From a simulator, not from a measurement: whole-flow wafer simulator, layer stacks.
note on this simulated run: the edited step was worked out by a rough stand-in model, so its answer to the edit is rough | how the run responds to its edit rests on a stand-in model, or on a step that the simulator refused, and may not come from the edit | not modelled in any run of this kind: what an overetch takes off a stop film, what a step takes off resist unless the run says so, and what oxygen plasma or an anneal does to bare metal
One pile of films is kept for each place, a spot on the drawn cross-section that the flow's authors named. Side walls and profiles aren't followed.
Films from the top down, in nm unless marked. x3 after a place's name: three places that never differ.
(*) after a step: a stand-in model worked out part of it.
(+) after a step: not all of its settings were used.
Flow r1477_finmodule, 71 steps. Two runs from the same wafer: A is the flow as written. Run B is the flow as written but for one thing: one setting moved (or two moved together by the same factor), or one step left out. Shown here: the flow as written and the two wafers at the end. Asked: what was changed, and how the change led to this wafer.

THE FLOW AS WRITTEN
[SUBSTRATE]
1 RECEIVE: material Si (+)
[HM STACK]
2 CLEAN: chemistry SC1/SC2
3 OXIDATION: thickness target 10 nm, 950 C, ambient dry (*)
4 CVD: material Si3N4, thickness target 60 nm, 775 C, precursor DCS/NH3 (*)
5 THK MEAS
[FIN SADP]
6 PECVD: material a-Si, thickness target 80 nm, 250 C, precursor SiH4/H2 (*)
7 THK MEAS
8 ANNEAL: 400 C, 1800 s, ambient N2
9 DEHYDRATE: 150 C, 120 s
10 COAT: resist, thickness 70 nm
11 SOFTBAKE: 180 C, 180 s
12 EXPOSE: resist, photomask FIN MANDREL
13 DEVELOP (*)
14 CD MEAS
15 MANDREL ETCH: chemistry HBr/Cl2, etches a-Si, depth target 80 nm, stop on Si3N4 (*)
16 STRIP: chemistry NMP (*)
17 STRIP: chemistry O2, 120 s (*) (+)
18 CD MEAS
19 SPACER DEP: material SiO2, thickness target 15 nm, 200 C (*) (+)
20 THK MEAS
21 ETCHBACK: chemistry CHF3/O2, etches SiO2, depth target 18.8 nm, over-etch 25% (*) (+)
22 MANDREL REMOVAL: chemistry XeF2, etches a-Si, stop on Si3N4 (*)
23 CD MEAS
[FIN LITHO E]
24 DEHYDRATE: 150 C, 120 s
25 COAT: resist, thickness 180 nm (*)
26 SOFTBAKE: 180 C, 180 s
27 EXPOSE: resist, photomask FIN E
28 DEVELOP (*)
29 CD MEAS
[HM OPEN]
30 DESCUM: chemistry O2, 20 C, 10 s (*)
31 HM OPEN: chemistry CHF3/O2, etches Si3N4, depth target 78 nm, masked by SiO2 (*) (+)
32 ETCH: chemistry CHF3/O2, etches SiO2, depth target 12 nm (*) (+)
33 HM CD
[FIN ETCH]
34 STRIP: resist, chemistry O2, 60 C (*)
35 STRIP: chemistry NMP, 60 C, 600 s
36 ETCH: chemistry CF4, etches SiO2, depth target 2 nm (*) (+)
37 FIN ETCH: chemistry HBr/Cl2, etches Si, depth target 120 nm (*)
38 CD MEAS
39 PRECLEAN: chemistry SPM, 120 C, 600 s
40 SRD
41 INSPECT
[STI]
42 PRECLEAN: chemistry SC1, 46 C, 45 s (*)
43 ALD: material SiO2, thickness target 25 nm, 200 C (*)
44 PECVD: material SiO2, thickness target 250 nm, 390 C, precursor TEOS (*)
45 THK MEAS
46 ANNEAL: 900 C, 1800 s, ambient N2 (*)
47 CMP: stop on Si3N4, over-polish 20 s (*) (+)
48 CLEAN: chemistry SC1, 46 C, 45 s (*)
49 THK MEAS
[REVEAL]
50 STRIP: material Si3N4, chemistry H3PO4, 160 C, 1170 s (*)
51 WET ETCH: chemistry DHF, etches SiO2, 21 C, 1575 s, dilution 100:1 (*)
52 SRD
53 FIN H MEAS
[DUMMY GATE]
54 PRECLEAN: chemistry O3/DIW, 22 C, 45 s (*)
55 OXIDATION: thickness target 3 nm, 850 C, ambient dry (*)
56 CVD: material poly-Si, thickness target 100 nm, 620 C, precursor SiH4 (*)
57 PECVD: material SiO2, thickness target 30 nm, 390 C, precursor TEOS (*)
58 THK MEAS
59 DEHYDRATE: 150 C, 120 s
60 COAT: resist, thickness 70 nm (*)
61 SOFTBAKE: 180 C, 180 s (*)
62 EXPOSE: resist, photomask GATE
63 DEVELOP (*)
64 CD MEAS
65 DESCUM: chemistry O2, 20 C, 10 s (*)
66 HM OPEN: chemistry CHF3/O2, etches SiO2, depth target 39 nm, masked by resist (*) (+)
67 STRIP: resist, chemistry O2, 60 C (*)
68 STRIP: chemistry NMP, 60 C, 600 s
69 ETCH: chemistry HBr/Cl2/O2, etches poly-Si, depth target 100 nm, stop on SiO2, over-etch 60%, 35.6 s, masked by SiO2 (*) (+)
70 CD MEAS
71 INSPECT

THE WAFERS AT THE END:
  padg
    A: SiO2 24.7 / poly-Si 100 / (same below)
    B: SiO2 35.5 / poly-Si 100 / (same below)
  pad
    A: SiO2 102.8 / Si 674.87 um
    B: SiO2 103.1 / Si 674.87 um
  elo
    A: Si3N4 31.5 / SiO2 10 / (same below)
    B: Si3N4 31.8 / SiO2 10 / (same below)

The cause: step 57, PECVD: thickness target 40.8 nm was run, where the flow has thickness target 30 nm.

How the change led to this, step by step:
  57 PECVD: material SiO2, thickness target 30 nm, 390 C, precursor TEOS (*)
      pad, padg, elg and 33 more: A SiO2 +30 (new film) | B SiO2 +40.8 (new film)
  66 HM OPEN: chemistry CHF3/O2, etches SiO2, depth target 39 nm, masked by resist (*) (+)
      pad, elo, eso and 15 more: A SiO2 -30 (all of it), poly-Si -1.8 | B SiO2 -39
  67 STRIP: resist, chemistry O2, 60 C (*)
      pad, elo, eso and 15 more: A chemical SiO2 +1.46 (new film), poly-Si -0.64 | B nothing
  69 ETCH: chemistry HBr/Cl2/O2, etches poly-Si, depth target 100 nm, stop on SiO2, over-etch 60%, 35.6 s, masked by SiO2 (*) (+)
      pad, eso, e40so and 8 more: A chemical SiO2 -1.46 (all of it), poly-Si -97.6 (all of it), SiO2 -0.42 | B SiO2 -1.8 (all of it), poly-Si -100 (all of it), SiO2 -0.12
      elo, e40lo, e100lo, e200lo: A chemical SiO2 -1.46 (all of it), poly-Si -97.6 (all of it), Si3N4 -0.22 | B SiO2 -1.8 (all of it), poly-Si -100 (all of it)
      (and at 3 more places)
